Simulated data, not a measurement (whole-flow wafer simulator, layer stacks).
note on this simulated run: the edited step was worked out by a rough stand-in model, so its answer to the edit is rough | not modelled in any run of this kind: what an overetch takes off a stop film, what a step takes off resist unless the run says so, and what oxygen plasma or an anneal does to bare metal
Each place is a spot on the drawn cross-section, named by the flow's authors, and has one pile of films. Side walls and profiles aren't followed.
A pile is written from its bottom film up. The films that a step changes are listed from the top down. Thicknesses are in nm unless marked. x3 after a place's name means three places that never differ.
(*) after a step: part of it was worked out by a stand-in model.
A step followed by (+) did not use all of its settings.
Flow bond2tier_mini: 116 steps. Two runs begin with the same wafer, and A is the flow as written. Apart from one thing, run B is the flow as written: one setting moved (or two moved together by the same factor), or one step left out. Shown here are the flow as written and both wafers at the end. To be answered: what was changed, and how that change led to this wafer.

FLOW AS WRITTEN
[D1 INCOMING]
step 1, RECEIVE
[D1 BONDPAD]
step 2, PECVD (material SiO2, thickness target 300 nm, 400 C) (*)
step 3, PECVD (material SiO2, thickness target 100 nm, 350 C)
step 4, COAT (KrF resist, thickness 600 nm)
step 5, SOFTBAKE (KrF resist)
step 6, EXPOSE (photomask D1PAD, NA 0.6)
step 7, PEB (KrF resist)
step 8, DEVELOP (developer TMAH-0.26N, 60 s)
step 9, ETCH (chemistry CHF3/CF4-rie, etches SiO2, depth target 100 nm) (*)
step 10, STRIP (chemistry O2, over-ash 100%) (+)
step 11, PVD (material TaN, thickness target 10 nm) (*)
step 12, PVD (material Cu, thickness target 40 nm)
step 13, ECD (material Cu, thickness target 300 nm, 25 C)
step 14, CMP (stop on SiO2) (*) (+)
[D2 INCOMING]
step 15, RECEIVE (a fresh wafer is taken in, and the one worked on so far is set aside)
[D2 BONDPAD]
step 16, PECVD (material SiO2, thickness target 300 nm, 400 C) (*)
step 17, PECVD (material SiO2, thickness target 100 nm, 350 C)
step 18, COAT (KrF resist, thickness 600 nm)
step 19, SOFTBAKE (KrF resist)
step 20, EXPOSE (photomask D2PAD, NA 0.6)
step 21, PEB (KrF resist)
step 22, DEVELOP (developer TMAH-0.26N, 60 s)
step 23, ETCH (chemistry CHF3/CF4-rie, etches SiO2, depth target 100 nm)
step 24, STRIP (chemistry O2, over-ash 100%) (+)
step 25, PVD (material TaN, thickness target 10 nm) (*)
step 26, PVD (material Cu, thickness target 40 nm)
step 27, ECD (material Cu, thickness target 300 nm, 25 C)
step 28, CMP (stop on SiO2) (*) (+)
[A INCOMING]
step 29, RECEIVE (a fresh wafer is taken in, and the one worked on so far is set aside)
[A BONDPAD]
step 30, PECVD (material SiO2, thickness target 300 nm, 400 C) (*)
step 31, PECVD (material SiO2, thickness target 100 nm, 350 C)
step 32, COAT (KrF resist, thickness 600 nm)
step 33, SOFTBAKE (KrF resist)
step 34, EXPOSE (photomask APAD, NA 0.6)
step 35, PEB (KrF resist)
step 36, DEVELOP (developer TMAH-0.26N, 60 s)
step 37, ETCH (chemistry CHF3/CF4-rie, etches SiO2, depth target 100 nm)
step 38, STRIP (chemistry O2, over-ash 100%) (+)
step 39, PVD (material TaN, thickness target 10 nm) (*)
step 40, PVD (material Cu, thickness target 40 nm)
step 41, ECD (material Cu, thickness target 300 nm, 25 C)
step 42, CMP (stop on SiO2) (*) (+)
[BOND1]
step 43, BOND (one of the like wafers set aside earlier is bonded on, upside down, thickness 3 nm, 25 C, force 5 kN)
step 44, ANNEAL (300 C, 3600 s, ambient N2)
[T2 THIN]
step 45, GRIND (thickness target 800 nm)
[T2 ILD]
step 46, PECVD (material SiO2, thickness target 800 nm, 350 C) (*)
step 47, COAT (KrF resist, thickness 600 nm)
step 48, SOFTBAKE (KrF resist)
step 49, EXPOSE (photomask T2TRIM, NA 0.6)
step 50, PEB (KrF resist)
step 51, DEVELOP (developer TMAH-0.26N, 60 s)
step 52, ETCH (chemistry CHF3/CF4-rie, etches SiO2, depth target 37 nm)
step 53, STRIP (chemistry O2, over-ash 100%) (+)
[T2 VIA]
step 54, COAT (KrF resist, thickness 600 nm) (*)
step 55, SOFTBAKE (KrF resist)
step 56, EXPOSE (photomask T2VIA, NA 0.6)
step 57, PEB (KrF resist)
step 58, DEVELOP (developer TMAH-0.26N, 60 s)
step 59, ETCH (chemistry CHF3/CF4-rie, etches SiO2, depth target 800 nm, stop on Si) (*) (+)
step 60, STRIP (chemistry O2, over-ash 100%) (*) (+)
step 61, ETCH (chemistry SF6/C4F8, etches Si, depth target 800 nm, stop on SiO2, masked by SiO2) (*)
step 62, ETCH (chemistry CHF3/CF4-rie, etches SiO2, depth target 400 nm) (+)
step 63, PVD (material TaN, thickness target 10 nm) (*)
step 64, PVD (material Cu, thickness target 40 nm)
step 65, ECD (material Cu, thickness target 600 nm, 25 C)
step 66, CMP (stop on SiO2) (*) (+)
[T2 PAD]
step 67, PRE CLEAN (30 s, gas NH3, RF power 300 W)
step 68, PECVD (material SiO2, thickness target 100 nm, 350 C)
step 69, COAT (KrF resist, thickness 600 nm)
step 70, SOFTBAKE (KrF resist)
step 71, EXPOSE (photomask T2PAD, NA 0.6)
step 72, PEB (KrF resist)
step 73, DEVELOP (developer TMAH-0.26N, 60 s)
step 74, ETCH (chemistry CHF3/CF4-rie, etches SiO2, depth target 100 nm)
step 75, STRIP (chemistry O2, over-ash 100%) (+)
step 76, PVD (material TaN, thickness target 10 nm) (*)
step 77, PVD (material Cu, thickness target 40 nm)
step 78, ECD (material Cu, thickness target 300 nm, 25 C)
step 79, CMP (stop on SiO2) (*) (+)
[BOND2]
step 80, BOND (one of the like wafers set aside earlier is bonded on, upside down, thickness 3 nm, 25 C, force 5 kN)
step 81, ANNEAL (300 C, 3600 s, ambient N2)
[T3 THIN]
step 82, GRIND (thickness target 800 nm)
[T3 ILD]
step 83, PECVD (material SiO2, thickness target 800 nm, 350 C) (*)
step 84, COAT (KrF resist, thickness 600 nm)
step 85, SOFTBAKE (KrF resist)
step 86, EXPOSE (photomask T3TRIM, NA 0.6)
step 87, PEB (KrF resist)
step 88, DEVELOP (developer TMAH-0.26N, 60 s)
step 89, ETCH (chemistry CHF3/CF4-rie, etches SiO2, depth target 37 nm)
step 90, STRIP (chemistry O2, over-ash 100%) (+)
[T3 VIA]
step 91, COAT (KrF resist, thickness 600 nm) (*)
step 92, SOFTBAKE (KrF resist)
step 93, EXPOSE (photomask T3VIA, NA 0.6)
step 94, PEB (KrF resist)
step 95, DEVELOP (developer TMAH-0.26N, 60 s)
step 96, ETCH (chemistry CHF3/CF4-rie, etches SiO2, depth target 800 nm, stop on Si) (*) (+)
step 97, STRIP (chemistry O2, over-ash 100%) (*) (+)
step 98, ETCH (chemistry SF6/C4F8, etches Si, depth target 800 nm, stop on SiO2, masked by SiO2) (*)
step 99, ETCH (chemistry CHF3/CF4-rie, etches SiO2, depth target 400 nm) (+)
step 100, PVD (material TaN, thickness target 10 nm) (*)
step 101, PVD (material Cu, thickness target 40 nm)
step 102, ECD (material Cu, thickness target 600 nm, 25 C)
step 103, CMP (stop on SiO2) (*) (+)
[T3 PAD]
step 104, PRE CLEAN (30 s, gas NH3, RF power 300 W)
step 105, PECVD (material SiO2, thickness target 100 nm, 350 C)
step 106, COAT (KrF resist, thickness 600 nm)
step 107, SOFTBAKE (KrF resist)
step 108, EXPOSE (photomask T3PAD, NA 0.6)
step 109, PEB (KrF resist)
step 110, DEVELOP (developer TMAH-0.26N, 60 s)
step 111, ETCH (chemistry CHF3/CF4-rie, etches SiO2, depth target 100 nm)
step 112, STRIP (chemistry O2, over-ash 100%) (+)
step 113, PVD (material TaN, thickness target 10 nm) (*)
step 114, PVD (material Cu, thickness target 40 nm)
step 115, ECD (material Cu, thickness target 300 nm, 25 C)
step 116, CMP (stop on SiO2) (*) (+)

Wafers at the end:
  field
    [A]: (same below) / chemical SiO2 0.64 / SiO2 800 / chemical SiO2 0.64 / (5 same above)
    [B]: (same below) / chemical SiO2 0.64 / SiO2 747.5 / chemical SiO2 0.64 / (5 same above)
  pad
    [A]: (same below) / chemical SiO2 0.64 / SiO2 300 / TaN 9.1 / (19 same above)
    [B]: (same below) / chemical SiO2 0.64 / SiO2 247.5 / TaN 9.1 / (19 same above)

The reason: step 30, PECVD: thickness target 247.5 nm was run, whereas the flow has thickness target 300 nm.
The wafer itself shows it: pad has SiO2 247.5, and step 30 as written asks for 300 nm.

How this came from the change, step by step:
  step 30, PECVD (material SiO2, thickness target 300 nm, 400 C) (*)
      field, pad, via: A +300 SiO2 (new film) | B +247.5 SiO2 (new film)
